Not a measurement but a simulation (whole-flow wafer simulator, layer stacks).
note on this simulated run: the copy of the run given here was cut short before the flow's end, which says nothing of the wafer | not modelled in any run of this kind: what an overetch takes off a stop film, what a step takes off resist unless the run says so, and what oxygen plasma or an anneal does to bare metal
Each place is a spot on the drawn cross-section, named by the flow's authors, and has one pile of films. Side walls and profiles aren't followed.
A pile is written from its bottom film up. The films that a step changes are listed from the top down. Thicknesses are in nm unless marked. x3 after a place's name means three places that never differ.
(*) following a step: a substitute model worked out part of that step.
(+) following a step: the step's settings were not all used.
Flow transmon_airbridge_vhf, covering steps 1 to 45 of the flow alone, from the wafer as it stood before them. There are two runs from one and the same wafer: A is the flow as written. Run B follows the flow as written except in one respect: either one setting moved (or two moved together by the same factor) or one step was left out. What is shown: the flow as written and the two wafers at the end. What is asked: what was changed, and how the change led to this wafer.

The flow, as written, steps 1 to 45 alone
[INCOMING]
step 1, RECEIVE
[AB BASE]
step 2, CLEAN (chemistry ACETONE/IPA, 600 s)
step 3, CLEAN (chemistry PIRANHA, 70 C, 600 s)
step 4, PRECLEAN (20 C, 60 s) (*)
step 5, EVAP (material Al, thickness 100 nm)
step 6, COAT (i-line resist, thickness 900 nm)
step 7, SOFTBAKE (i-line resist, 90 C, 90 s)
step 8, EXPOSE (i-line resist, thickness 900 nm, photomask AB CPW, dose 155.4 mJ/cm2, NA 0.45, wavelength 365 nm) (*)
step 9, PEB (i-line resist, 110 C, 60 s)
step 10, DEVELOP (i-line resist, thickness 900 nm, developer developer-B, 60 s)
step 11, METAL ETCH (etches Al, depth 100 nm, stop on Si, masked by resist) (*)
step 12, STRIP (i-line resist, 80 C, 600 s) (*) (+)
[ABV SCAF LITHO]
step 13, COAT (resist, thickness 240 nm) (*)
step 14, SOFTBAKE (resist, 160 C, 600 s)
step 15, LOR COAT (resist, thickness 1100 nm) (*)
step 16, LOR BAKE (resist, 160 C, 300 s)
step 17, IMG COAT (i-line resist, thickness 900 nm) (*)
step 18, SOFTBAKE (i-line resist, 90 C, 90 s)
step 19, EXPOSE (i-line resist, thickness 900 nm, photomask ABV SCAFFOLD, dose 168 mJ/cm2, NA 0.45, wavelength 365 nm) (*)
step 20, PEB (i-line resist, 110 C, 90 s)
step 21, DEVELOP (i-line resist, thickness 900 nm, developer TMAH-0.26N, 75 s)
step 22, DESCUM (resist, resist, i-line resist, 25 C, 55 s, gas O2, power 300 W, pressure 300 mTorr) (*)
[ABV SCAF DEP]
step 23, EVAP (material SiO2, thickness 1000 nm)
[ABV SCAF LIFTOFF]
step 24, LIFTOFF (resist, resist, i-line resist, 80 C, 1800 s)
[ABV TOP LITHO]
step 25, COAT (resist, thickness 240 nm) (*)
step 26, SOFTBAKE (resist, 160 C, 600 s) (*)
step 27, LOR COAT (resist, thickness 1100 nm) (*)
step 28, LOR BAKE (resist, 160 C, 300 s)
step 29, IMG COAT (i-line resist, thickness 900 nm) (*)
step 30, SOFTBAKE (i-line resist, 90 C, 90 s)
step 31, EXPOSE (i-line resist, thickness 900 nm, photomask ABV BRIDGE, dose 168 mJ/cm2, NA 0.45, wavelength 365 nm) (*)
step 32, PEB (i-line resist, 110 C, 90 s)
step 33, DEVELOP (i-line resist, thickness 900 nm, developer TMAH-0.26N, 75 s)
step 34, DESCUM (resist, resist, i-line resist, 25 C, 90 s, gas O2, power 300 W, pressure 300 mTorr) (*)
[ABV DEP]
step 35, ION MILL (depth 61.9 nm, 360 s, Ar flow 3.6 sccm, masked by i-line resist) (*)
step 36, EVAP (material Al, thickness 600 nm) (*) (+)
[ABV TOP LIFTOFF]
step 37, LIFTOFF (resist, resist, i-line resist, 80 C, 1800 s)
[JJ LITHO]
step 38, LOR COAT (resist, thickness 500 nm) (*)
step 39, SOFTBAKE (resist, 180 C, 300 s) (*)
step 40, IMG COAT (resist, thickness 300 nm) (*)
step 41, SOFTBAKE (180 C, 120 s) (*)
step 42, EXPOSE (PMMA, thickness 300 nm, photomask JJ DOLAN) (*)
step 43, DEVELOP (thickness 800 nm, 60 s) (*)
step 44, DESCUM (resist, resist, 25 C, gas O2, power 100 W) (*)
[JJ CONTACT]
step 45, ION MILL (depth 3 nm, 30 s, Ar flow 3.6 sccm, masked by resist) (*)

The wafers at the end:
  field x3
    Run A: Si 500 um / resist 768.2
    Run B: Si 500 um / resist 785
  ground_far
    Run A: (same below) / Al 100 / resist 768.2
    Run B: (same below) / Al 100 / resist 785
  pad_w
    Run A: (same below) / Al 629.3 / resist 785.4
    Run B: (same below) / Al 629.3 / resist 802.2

What caused this: step 45, ION MILL: depth 3 nm, 30 s, Ar flow 3.6 sccm, masked by resist (*), was skipped.

How this came from the change, step by step:
  (no step that both runs have acts differently)
